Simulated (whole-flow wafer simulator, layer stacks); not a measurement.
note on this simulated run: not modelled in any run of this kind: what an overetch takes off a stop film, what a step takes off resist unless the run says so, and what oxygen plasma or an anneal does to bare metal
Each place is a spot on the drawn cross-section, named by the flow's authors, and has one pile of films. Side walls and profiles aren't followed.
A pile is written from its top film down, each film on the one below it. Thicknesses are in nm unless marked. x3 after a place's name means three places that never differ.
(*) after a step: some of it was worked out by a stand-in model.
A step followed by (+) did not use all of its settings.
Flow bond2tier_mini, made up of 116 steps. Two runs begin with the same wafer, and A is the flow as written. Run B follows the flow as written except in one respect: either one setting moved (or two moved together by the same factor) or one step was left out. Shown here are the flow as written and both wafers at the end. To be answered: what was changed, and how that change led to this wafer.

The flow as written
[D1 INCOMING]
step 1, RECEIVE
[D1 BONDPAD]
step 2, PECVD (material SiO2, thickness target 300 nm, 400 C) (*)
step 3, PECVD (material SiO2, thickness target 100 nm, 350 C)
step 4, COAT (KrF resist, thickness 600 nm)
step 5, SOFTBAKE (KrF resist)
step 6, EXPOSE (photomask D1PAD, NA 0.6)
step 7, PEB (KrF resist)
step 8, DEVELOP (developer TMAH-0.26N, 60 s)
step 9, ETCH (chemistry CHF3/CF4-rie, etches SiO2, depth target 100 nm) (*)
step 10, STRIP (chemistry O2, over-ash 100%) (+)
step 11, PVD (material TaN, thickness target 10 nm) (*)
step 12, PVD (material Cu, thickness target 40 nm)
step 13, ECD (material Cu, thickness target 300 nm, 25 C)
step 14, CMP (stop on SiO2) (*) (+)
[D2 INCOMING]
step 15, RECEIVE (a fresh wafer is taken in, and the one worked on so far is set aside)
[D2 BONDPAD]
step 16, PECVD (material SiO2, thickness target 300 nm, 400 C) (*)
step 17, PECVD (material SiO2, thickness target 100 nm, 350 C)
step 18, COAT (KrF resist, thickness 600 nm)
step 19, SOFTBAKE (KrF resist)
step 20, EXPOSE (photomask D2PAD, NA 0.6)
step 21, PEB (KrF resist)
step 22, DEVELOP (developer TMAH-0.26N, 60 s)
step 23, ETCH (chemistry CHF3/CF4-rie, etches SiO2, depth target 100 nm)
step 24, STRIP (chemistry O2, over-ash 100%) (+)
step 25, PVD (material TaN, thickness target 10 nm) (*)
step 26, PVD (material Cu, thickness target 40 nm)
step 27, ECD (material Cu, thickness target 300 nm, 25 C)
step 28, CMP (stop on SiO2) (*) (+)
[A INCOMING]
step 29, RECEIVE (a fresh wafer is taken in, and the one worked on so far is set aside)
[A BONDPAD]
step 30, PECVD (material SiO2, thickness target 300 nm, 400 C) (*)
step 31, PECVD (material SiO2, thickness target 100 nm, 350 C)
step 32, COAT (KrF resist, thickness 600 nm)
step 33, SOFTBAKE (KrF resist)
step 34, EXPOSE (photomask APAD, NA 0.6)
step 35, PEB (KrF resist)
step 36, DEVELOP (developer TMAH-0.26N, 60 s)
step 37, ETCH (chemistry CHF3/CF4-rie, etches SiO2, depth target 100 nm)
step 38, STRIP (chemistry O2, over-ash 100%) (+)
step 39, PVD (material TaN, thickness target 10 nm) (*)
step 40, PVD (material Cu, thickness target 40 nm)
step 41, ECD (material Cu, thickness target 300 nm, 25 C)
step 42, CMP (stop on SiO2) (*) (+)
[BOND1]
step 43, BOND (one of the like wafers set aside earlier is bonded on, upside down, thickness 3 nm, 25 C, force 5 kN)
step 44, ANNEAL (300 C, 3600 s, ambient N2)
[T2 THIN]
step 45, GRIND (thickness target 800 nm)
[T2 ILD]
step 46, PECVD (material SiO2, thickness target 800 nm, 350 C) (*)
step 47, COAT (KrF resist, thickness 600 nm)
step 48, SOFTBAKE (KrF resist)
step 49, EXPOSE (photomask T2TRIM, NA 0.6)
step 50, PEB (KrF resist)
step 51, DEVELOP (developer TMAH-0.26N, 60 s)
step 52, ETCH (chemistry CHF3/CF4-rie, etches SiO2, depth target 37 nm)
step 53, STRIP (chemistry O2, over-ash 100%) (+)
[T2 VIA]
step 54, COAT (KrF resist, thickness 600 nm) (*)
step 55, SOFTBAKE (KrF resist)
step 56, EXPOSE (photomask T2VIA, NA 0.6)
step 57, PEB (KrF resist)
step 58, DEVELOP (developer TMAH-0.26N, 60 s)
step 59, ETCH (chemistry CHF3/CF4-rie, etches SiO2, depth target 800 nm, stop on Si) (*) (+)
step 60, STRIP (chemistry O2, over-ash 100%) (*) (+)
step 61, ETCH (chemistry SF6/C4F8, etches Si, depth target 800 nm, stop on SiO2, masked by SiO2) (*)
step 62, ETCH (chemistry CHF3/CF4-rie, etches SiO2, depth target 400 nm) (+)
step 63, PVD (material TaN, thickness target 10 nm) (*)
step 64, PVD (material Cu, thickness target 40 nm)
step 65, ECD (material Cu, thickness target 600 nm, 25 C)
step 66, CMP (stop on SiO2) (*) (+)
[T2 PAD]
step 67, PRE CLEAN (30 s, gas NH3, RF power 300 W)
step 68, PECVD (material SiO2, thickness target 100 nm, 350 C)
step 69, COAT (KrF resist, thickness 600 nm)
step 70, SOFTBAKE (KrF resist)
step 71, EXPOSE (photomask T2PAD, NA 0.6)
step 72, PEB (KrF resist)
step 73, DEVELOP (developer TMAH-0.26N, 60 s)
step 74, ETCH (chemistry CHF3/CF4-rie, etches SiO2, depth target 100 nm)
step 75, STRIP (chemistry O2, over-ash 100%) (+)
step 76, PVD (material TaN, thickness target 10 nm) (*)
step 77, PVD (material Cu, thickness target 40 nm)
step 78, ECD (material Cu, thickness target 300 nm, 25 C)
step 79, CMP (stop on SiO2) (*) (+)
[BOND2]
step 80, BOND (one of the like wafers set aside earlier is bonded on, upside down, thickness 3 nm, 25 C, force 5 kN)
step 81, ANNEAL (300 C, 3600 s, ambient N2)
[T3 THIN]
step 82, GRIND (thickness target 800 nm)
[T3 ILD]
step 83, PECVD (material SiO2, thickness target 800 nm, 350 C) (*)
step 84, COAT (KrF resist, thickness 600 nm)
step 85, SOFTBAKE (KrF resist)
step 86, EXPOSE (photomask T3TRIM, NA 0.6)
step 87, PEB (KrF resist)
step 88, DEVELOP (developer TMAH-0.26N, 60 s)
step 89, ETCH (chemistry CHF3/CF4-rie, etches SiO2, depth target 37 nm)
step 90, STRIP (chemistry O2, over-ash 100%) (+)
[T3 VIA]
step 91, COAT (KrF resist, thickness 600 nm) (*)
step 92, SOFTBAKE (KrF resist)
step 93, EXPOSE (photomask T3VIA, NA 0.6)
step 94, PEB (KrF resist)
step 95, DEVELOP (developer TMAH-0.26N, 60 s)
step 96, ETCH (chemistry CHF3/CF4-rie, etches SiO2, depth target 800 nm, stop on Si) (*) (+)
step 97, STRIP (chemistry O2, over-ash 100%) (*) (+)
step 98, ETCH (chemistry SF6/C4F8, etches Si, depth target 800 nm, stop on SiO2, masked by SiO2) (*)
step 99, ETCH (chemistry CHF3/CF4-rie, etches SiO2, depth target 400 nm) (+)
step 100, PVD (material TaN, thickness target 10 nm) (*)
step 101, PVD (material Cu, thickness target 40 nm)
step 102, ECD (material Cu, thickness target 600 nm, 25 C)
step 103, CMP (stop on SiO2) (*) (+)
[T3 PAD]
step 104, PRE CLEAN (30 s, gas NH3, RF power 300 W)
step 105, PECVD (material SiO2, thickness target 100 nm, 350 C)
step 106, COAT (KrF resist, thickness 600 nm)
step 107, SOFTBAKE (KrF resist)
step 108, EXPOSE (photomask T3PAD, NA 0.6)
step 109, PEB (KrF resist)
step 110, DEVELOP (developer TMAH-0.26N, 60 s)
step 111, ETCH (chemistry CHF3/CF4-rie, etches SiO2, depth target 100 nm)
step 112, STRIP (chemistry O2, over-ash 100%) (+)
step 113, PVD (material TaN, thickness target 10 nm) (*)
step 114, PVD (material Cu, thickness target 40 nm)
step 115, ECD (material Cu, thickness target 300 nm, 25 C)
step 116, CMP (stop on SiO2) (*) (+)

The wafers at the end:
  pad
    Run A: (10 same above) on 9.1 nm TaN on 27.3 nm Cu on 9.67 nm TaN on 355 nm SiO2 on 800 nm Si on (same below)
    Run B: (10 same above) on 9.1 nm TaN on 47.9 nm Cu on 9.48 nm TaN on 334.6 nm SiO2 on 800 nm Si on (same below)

The reason: step 52, ETCH: depth target 57.4 nm was run, while the flow as written has depth target 37 nm.

How this came from the change, step by step:
  step 52, ETCH (chemistry CHF3/CF4-rie, etches SiO2, depth target 37 nm)
      pad, via: A SiO2 loses 37 | B SiO2 loses 57.4
      field: A KrF resist loses 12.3 | B KrF resist loses 19.1
  step 59, ETCH (chemistry CHF3/CF4-rie, etches SiO2, depth target 800 nm, stop on Si) (*) (+)
      via: A SiO2 loses 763 (all of it) | B SiO2 loses 742.6 (all of it)
  step 60, STRIP (chemistry O2, over-ash 100%) (*) (+)
      field: A KrF resist loses 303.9 (all of it) | B KrF resist loses 295.2 (all of it)
      pad: A KrF resist loses 336 (all of it) | B KrF resist loses 345 (all of it)
  step 64, PVD (material Cu, thickness target 40 nm)
      pad: A Cu gains 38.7 (new film) | B Cu gains 37.9 (new film)
  step 65, ECD (material Cu, thickness target 600 nm, 25 C)
      pad: A Cu gains 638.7 | B Cu gains 660
